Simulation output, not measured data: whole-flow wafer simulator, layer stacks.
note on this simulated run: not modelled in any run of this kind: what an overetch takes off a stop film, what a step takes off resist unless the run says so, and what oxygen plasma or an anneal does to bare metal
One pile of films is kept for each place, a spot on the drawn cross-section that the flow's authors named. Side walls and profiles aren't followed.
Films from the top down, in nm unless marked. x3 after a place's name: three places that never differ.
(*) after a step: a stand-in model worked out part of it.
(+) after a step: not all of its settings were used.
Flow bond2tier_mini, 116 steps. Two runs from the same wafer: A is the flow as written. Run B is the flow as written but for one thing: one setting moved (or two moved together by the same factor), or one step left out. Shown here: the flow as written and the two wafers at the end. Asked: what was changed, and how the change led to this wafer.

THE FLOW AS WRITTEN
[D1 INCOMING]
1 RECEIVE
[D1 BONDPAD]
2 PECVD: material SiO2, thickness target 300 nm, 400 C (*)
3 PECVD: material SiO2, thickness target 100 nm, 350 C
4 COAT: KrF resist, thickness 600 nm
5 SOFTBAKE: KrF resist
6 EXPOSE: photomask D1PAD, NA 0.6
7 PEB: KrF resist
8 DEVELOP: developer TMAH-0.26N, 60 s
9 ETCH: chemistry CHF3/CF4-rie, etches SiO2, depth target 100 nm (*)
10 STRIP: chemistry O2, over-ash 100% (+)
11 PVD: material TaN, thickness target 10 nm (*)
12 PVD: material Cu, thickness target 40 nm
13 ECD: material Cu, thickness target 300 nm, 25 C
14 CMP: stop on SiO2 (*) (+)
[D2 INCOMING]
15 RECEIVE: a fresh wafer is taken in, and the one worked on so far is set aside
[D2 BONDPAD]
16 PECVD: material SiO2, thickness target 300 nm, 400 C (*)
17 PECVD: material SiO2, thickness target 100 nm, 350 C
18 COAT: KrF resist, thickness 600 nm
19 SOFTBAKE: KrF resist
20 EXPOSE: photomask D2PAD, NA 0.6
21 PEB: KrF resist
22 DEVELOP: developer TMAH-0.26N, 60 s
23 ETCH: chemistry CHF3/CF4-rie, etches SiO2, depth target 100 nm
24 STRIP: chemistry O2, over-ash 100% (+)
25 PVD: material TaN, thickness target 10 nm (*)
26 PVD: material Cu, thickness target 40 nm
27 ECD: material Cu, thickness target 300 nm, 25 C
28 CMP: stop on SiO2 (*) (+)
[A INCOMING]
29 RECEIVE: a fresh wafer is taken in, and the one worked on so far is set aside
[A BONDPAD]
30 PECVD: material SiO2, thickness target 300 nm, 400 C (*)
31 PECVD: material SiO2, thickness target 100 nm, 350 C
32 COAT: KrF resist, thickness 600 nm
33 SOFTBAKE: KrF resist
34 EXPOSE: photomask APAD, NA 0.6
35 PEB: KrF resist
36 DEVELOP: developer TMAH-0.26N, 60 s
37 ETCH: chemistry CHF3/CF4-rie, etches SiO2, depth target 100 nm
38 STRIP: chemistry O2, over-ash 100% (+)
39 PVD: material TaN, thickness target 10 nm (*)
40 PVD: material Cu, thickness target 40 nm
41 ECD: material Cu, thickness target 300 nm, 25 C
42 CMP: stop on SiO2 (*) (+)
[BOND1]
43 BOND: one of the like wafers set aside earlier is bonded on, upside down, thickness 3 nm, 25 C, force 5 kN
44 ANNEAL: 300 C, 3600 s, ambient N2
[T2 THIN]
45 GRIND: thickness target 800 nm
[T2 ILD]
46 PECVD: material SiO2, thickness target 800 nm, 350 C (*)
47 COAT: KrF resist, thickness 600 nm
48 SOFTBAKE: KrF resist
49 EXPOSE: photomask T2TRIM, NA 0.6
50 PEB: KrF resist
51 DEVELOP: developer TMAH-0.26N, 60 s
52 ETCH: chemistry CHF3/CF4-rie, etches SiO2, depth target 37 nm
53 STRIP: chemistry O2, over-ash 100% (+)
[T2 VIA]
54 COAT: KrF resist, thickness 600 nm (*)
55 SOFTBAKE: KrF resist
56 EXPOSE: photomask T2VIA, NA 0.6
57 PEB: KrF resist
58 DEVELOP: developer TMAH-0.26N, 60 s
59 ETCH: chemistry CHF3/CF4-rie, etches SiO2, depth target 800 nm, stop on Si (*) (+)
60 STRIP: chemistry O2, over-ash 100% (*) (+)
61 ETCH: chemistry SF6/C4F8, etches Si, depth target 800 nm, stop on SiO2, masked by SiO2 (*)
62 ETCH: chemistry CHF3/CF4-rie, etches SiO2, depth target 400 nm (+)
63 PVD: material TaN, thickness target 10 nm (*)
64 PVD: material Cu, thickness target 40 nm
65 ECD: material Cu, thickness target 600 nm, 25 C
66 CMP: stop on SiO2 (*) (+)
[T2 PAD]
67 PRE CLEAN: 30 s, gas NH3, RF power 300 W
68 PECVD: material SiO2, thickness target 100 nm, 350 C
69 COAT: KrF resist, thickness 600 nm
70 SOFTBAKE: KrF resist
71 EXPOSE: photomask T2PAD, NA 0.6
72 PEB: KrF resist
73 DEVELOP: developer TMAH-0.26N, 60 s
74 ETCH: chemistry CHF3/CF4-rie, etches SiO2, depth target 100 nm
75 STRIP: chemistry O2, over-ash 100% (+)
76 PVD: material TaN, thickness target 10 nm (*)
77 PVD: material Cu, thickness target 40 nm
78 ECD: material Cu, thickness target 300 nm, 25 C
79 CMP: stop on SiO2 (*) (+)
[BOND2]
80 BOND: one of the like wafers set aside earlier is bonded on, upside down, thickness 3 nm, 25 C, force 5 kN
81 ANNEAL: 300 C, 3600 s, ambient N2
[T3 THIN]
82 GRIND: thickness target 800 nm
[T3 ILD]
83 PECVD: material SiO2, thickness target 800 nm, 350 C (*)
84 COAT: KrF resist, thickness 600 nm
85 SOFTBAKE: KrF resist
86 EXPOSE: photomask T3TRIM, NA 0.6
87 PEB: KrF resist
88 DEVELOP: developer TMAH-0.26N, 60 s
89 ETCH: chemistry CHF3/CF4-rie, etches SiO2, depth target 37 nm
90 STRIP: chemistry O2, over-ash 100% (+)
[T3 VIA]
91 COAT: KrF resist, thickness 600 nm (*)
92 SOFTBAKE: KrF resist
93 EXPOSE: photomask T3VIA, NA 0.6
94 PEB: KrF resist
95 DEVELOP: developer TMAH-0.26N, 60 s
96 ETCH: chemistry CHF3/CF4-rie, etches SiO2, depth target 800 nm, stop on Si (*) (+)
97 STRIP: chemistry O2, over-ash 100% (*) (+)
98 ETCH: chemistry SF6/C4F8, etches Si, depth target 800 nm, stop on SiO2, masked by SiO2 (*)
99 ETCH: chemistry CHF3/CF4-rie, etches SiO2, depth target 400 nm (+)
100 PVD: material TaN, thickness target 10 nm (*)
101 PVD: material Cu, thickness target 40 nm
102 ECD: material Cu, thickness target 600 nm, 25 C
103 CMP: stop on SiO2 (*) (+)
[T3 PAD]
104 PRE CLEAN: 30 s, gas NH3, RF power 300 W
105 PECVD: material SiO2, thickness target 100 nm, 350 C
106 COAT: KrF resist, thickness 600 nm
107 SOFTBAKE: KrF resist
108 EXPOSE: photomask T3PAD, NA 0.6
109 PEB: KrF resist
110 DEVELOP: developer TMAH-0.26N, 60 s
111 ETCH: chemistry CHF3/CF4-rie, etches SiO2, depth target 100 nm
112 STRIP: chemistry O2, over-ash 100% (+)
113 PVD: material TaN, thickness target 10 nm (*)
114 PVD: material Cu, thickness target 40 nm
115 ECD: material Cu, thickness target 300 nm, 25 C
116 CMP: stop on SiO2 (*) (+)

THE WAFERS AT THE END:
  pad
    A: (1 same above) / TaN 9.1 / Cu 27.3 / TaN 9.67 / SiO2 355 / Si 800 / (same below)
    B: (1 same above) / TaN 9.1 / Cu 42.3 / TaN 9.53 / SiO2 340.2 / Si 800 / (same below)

The cause: step 88, DEVELOP: 84 s was run, where the flow has 60 s; step 89, ETCH: depth target 51.8 nm was run, where the flow has depth target 37 nm.

How the change led to this, step by step:
  88 DEVELOP: developer TMAH-0.26N, 60 s
      field: A KrF resist -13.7 | B KrF resist -14.4
  89 ETCH: chemistry CHF3/CF4-rie, etches SiO2, depth target 37 nm
      field: A KrF resist -12.3 | B KrF resist -17.3
      pad: A SiO2 -37 | B SiO2 -51.8
  97 STRIP: chemistry O2, over-ash 100% (*) (+)
      field: A KrF resist -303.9 (all of it) | B KrF resist -297.6 (all of it)
  102 ECD: material Cu, thickness target 600 nm, 25 C
      pad: A Cu +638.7 | B Cu +654.2
